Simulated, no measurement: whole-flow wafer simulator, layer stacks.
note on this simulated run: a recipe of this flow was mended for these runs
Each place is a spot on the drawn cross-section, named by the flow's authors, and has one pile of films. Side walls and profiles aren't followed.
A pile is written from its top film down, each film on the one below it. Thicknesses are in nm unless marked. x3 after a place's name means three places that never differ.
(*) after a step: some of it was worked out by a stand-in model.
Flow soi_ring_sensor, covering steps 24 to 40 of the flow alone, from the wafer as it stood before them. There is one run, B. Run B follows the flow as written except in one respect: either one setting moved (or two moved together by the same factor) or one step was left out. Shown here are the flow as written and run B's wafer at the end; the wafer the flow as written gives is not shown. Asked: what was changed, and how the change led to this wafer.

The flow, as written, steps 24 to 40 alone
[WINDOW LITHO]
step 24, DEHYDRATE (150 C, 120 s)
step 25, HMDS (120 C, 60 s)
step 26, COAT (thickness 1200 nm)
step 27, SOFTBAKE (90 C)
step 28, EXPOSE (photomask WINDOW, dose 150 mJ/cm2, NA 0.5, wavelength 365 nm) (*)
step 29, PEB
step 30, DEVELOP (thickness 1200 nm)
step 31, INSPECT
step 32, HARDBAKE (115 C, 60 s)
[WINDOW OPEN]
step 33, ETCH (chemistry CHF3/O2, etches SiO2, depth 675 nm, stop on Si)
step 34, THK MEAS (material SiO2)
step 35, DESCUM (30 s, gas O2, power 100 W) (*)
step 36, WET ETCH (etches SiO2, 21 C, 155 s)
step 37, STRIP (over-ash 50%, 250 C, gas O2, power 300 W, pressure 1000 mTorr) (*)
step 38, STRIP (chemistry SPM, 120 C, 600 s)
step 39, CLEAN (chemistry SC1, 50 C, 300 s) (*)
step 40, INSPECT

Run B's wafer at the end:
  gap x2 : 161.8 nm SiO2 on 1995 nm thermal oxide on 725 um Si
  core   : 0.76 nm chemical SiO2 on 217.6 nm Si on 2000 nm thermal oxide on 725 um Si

Cause: step 33, ETCH: depth 475 nm was run, while the flow as written has depth 675 nm.

The path from the change to this, step by step:
  step 33, ETCH (chemistry CHF3/O2, etches SiO2, depth 675 nm, stop on Si)
      core, gap x2: SiO2 loses 475 (in the flow as written it would be: SiO2 loses 675)
      field x2, core_clad: i-line-resist loses 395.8 (in the flow as written it would be: i-line-resist loses 562.5)
  step 36, WET ETCH (etches SiO2, 21 C, 155 s)
      gap x2: SiO2 loses 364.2 (in the flow as written it would be: SiO2 loses 326.6 (all of it), thermal oxide loses 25)
      core: SiO2 loses 302.4 (all of it), chemical SiO2 loses 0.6 (all of it), Si loses 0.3 (in the flow as written it would be: SiO2 loses 102.4 (all of it), chemical SiO2 loses 0.6 (all of it), Si loses 1.3)
  step 37, STRIP (over-ash 50%, 250 C, gas O2, power 300 W, pressure 1000 mTorr) (*)
      field x2, core_clad: i-line-resist loses 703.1 (all of it) (in the flow as written it would be: i-line-resist loses 536.4 (all of it))
  step 39, CLEAN (chemistry SC1, 50 C, 300 s) (*)
      gap x2: SiO2 loses 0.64 (in the flow as written it would be: thermal oxide loses 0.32)
